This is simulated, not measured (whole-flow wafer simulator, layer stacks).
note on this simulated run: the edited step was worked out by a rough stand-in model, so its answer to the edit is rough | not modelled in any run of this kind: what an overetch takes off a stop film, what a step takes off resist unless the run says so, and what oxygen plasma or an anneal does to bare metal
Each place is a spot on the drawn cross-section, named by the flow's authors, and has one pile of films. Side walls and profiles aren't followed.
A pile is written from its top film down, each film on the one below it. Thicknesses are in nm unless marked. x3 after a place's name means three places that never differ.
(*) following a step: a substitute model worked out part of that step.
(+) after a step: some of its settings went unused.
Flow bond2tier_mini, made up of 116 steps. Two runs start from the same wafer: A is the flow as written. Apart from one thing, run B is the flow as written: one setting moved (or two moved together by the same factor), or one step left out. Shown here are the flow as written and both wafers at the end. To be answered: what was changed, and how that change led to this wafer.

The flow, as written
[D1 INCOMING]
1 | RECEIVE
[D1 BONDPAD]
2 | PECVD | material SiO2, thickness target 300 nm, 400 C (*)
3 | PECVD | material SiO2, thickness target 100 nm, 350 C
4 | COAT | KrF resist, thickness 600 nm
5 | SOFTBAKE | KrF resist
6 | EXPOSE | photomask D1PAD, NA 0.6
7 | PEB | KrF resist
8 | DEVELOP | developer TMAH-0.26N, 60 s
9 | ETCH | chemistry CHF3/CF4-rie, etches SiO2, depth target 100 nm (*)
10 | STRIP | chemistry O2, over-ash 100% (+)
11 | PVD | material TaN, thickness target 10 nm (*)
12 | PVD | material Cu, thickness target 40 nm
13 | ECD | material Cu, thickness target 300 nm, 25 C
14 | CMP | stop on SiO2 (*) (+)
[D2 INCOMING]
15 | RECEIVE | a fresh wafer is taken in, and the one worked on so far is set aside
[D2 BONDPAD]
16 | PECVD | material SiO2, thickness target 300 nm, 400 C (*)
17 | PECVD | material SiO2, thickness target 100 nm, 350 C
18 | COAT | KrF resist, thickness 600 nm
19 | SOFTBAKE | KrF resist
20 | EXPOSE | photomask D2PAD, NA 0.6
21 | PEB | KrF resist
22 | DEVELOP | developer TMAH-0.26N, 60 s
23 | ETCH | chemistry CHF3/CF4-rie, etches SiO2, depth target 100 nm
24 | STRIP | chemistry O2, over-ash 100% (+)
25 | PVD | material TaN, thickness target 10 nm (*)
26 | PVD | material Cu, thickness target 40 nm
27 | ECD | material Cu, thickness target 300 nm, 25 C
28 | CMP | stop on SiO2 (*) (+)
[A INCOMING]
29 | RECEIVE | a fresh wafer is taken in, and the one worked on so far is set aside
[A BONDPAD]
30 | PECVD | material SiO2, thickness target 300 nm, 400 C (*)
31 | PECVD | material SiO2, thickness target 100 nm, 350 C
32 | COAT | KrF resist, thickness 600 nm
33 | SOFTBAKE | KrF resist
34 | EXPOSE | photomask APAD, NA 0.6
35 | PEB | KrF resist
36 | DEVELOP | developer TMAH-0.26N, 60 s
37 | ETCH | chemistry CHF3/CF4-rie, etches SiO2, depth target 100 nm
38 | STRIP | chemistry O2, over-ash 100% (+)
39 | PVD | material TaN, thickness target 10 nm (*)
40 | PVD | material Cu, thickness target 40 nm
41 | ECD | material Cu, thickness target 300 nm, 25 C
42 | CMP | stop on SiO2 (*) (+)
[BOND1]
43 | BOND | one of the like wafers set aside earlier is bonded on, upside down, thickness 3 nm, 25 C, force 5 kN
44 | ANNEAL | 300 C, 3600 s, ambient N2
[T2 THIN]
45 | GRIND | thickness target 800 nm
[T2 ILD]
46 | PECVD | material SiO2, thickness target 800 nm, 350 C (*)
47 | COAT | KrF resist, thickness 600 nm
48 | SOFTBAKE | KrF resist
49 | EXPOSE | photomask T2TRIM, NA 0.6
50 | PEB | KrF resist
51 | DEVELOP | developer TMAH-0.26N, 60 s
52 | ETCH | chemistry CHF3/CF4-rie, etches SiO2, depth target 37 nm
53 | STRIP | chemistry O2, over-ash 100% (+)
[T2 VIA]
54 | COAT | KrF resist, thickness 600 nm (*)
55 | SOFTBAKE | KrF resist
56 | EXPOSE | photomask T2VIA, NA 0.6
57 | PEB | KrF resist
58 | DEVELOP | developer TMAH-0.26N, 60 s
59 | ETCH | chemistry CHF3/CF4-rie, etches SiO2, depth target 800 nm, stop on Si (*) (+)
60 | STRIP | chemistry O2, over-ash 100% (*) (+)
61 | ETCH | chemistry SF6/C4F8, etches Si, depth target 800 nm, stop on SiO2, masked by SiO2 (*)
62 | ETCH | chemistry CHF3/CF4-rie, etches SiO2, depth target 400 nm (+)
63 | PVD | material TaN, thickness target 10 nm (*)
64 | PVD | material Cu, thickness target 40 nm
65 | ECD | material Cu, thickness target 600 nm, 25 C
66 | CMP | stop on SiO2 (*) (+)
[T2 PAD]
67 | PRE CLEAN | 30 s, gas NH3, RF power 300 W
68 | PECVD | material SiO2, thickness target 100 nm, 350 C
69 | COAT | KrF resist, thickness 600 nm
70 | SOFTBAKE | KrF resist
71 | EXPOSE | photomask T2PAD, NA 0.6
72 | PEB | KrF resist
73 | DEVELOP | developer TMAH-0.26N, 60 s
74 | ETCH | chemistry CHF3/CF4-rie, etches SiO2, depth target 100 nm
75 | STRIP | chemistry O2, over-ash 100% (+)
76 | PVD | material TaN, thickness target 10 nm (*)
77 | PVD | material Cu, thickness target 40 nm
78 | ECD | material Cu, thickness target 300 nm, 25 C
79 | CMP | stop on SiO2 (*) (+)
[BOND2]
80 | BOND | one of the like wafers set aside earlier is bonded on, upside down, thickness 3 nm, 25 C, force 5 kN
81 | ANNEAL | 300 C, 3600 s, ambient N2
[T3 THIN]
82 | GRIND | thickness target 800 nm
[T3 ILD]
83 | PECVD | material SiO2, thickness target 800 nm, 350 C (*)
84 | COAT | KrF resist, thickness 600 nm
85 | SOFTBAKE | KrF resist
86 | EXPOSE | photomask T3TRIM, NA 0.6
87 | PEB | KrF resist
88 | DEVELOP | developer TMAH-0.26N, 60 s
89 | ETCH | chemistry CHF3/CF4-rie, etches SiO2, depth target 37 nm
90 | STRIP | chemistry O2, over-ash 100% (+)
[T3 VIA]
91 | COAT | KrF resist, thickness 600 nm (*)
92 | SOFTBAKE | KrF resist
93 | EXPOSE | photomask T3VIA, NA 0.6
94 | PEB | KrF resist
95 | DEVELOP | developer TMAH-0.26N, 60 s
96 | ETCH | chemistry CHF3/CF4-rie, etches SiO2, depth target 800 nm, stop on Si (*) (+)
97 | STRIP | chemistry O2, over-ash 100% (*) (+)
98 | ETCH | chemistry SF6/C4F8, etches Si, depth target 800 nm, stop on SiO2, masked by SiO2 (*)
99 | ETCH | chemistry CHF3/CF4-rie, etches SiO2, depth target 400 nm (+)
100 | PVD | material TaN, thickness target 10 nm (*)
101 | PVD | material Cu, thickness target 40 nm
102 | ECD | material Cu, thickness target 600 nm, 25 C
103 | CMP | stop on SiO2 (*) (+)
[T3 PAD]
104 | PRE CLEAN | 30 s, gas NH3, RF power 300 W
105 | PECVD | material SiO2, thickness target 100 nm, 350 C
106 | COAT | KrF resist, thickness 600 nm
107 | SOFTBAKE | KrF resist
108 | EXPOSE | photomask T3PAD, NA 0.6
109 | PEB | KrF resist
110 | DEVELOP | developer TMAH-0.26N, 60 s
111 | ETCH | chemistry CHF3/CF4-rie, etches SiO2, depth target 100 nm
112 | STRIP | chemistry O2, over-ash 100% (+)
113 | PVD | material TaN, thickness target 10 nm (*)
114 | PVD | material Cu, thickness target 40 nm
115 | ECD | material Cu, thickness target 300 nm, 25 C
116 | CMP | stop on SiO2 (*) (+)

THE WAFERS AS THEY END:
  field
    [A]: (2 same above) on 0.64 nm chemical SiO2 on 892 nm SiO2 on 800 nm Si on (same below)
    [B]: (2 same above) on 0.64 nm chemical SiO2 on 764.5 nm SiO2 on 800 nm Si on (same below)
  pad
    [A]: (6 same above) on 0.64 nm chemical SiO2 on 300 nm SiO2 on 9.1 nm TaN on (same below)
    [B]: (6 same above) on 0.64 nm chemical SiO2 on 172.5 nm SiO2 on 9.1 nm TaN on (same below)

Cause: step 16, PECVD: thickness target 172.5 nm was run, while the flow as written has thickness target 300 nm.
The wafer itself shows it: pad has SiO2 172.5, and step 16 as written asks for 300 nm.

The path from the change to this, step by step:
  16 | PECVD | material SiO2, thickness target 300 nm, 400 C (*)
      field, pad, via: A SiO2 gains 300 (new film) | B SiO2 gains 172.5 (new film)
  80 | BOND | one of the like wafers set aside earlier is bonded on, upside down, thickness 3 nm, 25 C, force 5 kN
      field: A Si gains 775 um (new film), chemical SiO2 gains 0.64 (new film), SiO2 gains 400 | B Si gains 775 um (new film), chemical SiO2 gains 0.64 (new film), SiO2 gains 272.5
      pad: A Si gains 775 um (new film), chemical SiO2 gains 0.64 (new film), SiO2 gains 300 (new film), TaN gains 9.1 (new film), Cu gains 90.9 | B Si gains 775 um (new film), chemical SiO2 gains 0.64 (new film), SiO2 gains 172.5 (new film), TaN gains 9.1 (new film), Cu gains 90.9
